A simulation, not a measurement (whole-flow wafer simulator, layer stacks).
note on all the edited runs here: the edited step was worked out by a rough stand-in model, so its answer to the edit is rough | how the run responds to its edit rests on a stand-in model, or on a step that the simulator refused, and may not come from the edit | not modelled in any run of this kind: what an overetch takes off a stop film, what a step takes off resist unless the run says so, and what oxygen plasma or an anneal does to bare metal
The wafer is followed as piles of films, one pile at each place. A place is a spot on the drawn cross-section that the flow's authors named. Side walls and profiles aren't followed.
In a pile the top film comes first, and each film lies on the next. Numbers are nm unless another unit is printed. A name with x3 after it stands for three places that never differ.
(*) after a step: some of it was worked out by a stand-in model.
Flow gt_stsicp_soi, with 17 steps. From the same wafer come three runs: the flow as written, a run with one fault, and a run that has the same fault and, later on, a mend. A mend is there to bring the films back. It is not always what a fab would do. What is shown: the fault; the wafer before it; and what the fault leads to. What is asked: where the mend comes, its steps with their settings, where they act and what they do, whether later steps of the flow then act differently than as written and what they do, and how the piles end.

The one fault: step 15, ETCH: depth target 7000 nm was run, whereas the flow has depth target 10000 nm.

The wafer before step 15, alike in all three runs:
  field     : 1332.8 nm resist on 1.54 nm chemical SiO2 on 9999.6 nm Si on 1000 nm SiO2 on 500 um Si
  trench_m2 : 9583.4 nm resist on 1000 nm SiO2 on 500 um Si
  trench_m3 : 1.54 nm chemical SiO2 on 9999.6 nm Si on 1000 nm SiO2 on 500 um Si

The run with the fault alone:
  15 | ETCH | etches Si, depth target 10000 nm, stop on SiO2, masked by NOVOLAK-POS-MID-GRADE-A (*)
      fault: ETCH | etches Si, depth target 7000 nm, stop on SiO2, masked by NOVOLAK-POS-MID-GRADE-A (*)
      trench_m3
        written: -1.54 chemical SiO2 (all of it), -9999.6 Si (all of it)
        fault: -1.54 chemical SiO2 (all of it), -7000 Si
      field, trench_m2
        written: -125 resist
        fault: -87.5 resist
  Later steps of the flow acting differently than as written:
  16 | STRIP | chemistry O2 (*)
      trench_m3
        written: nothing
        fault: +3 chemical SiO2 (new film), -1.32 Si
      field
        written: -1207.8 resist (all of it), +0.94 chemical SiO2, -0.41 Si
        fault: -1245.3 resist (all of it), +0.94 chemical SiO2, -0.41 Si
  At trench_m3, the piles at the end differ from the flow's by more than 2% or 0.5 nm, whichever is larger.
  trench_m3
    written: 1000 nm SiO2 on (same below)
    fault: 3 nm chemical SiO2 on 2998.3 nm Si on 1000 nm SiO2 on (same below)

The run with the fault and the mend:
  The mend stands after step 15.
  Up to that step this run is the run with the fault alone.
  15a | ETCH | etches Si, depth target 3000 nm, stop on SiO2, masked by NOVOLAK-POS-MID-GRADE-A (*) (a further turn of the flow's step 15, with different settings)
      field, trench_m2
        -37.5 resist
      trench_m3
        -2999.6 Si (all of it)
  None of the later steps of the flow acts differently than as written at any place that is followed.
  At every place that both follow, the piles at the end match the flow's.
